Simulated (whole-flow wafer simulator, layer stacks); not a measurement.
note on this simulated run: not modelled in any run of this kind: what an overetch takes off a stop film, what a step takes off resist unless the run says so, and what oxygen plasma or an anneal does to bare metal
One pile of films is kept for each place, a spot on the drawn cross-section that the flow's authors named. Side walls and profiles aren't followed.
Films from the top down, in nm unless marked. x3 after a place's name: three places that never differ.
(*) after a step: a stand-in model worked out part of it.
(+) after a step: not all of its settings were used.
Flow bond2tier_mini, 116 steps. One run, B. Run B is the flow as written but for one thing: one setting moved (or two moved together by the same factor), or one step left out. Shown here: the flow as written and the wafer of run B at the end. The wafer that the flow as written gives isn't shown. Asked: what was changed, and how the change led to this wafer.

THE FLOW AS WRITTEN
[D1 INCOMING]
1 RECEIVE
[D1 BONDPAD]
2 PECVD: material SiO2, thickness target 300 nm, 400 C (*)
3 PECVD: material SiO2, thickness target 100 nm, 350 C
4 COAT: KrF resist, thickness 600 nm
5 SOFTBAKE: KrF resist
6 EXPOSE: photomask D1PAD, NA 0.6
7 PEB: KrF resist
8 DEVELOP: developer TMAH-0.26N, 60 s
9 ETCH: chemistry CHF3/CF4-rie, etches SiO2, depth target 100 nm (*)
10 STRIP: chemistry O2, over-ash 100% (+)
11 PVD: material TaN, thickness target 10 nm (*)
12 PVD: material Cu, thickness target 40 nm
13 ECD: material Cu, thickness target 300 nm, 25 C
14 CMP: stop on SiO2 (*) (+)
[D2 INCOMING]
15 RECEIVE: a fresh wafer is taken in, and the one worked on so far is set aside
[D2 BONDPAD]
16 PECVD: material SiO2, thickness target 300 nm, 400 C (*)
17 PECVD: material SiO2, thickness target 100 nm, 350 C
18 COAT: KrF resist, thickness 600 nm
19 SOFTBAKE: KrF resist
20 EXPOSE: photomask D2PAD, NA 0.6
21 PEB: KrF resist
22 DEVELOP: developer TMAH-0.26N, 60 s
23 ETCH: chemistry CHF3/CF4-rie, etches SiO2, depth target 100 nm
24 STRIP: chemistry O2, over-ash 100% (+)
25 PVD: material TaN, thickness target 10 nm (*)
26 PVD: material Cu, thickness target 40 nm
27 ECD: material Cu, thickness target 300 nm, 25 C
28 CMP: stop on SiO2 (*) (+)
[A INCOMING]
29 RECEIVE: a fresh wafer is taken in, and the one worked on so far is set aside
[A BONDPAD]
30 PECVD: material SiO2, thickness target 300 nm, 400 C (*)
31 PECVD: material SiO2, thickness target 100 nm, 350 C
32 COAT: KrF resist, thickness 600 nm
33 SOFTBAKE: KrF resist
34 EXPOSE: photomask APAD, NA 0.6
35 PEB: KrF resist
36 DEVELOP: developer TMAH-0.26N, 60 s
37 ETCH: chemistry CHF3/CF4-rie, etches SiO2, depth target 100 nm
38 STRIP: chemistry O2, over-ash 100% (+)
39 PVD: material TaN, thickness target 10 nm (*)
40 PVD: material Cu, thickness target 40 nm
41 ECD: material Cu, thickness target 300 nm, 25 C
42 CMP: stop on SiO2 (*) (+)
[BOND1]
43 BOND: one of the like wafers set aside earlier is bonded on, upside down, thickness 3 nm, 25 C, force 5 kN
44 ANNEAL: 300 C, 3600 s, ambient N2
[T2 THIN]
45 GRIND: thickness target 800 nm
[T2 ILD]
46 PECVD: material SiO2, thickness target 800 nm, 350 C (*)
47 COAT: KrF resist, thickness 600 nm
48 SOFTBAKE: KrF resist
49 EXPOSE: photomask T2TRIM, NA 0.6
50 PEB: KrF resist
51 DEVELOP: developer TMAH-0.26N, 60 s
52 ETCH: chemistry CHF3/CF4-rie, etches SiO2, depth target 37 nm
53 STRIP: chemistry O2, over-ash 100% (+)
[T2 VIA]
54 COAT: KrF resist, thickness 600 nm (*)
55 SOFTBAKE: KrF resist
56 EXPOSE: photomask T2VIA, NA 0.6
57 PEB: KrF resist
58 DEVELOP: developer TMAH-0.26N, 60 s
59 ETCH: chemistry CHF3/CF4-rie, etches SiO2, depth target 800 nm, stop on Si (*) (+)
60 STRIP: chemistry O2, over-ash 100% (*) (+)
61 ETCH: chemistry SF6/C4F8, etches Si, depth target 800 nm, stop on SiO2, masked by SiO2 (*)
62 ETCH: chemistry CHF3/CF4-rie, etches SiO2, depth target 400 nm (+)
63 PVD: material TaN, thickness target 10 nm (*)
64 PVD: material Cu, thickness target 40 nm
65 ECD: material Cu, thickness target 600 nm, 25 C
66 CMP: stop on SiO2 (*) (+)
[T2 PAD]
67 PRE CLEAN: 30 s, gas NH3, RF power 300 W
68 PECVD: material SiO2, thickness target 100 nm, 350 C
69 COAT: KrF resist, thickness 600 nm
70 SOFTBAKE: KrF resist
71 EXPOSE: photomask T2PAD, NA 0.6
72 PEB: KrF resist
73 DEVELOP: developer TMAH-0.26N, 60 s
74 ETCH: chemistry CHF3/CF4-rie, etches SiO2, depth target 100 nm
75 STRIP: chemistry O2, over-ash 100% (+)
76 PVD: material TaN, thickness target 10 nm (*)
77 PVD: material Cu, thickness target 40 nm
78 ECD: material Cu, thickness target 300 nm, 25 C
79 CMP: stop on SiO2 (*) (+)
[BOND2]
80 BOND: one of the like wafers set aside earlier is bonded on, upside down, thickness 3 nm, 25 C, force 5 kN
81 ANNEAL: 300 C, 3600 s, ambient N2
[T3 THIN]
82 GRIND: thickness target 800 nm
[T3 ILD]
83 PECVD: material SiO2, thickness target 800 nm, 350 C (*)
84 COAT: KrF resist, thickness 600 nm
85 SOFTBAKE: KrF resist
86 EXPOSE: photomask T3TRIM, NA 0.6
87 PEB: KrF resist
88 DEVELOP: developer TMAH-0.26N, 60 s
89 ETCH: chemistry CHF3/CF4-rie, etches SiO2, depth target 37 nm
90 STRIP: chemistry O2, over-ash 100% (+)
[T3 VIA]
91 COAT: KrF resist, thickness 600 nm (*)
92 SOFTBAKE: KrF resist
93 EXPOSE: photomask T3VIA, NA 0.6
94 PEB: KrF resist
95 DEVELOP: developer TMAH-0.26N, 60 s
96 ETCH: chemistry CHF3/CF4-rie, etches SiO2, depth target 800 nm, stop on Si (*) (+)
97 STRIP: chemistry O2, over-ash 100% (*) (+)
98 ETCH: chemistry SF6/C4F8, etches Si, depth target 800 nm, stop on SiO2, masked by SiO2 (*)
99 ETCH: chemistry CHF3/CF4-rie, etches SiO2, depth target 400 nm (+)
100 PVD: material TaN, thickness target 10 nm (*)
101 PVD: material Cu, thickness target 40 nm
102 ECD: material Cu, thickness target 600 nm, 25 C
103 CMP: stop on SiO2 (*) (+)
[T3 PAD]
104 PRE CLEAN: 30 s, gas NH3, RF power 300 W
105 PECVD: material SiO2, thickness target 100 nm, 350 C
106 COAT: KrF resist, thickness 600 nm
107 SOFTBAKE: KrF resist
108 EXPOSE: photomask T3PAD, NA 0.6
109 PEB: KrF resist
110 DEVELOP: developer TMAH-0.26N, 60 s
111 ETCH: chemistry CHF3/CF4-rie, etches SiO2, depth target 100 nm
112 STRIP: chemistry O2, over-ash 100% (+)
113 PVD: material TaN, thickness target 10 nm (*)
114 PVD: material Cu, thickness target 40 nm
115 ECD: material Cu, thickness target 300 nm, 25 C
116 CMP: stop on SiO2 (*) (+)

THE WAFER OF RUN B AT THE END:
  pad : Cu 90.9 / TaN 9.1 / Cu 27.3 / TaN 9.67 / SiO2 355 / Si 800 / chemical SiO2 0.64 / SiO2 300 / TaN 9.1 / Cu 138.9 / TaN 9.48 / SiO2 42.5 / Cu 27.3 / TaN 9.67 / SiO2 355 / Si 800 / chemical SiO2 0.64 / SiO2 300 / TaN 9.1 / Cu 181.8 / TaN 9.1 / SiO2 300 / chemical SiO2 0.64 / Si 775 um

The cause: step 74, ETCH: depth target 57.5 nm was run, where the flow has depth target 100 nm.

How the change led to this, step by step:
  74 ETCH: chemistry CHF3/CF4-rie, etches SiO2, depth target 100 nm
      pad: SiO2 -57.5 (as written it would be: SiO2 -100 (all of it))
      field: KrF resist -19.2 (as written it would be: KrF resist -33.3)
  75 STRIP: chemistry O2, over-ash 100% (+)
      field: KrF resist -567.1 (all of it) (as written it would be: KrF resist -552.9 (all of it))
  77 PVD: material Cu, thickness target 40 nm
      pad: Cu +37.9 (new film) (as written it would be: Cu +36.4 (new film))
  78 ECD: material Cu, thickness target 300 nm, 25 C
      pad: Cu +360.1 (as written it would be: Cu +404.5)
Counting metal films that touch as one body, pad has 4 bodies (between them, from the top down: SiO2 355 / Si 800 / chemical SiO2 0.64 / SiO2 300; SiO2 42.5; SiO2 355 / Si 800 / chemical SiO2 0.64 / SiO2 300); the flow as written gives 3 bodies (between them, from the top down: SiO2 355 / Si 800 / chemical SiO2 0.64 / SiO2 300; SiO2 355 / Si 800 / chemical SiO2 0.64 / SiO2 300).
